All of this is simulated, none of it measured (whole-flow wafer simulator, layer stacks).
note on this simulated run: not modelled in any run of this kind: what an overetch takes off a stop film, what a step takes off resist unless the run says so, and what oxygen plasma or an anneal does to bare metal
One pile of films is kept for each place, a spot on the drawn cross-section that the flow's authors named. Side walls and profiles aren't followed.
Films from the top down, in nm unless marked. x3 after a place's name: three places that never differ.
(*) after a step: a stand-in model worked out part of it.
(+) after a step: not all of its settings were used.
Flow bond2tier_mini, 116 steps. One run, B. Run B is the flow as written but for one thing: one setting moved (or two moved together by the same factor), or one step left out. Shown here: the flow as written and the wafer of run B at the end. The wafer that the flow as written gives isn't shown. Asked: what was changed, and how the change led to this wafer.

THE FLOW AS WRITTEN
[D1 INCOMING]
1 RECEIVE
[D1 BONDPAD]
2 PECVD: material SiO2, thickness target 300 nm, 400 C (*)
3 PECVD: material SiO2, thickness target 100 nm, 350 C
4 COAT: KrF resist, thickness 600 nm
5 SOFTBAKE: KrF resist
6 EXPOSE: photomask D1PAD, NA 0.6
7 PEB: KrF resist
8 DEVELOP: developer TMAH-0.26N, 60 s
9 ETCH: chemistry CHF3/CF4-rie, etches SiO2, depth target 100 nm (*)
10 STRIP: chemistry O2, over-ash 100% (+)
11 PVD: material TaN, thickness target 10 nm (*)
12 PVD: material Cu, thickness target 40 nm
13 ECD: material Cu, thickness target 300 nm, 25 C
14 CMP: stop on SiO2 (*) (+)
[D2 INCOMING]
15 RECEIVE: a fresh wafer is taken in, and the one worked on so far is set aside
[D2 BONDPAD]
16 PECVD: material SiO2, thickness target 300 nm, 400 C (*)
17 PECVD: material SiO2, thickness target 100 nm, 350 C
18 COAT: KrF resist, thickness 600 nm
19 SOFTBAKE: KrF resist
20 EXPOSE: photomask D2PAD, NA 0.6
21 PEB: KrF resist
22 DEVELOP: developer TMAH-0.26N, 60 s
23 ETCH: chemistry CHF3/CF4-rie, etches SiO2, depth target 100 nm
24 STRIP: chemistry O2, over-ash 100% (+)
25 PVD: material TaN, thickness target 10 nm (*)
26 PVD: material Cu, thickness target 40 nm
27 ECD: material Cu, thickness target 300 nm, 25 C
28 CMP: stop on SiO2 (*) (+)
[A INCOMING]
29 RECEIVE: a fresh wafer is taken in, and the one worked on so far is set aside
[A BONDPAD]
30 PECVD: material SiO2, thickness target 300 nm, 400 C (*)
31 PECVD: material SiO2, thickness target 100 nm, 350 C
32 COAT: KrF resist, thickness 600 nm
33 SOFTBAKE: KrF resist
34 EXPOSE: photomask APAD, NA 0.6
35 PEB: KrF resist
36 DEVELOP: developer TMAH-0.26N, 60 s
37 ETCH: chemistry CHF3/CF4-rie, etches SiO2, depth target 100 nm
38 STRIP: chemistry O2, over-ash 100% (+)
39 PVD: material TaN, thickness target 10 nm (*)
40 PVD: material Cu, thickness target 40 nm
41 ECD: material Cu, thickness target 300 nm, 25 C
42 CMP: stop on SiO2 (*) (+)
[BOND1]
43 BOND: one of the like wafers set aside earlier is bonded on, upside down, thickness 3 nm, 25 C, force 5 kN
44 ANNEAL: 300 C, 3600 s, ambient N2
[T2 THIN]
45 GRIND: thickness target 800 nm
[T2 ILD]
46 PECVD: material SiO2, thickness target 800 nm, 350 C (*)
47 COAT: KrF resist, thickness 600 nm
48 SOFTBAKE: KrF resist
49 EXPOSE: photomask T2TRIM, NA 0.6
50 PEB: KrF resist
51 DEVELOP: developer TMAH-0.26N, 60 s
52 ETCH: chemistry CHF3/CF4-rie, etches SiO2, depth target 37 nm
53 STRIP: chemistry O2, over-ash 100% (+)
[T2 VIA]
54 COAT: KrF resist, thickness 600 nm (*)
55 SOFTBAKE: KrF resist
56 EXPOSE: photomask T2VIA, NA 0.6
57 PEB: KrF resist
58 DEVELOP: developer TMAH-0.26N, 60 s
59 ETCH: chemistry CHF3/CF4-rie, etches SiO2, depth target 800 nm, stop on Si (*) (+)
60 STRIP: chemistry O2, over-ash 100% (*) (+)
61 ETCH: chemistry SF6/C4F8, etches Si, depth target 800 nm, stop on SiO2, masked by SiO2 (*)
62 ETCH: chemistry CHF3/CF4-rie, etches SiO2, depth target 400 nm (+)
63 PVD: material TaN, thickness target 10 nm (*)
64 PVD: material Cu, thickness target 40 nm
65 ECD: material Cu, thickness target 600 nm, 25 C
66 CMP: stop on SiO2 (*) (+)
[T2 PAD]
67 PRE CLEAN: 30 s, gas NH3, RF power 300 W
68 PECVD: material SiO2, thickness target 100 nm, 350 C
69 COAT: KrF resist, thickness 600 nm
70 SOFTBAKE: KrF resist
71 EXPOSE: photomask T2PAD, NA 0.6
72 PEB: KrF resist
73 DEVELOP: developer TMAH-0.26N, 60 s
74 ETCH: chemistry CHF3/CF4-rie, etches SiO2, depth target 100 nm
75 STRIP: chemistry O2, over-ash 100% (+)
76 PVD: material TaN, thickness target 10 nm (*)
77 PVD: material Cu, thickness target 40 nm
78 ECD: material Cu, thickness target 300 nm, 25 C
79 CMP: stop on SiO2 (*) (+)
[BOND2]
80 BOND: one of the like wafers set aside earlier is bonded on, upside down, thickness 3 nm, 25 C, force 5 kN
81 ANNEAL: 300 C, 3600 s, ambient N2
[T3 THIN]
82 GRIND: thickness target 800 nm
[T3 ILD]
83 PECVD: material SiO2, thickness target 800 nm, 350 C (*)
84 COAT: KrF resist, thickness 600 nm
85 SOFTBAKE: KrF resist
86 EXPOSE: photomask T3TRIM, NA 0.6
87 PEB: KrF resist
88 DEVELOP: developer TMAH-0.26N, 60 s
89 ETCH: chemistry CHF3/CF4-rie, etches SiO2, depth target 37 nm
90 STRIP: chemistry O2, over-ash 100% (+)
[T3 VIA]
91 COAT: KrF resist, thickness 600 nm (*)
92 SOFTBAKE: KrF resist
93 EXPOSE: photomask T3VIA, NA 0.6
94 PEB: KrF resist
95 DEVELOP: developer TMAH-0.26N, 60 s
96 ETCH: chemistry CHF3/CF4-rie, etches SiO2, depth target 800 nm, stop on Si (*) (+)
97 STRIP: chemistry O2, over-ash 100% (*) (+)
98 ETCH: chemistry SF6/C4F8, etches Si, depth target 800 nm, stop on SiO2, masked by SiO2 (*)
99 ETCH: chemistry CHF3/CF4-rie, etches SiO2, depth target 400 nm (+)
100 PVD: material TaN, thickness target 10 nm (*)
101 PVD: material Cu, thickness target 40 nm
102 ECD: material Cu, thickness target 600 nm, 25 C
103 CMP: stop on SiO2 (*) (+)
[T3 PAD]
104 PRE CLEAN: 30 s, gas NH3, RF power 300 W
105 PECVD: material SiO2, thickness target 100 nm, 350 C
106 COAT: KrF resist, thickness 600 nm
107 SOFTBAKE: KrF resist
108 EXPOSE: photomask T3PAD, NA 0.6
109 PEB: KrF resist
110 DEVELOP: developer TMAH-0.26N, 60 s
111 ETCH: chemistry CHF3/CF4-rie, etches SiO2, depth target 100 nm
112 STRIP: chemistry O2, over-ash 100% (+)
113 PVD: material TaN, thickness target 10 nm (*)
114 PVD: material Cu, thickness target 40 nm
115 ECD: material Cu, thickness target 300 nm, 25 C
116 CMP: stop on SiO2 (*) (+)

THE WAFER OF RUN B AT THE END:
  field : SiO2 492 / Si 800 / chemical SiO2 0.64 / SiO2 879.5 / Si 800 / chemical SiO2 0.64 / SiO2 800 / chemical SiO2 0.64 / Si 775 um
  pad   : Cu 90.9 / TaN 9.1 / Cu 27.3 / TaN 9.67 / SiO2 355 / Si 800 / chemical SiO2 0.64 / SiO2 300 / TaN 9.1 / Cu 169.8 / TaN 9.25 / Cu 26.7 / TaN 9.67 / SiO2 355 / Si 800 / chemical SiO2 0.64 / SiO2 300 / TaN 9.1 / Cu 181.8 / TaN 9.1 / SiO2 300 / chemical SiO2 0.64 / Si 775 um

The cause: step 68, PECVD: thickness target 87.5 nm was run, where the flow has thickness target 100 nm.

How the change led to this, step by step:
  68 PECVD: material SiO2, thickness target 100 nm, 350 C
      field: SiO2 +87.5 (as written it would be: SiO2 +100)
      pad: SiO2 +87.5 (new film) (as written it would be: SiO2 +100 (new film))
  74 ETCH: chemistry CHF3/CF4-rie, etches SiO2, depth target 100 nm
      pad: SiO2 -87.5 (all of it), Cu -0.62 (as written it would be: SiO2 -100 (all of it))
  78 ECD: material Cu, thickness target 300 nm, 25 C
      pad: Cu +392 (as written it would be: Cu +404.5)
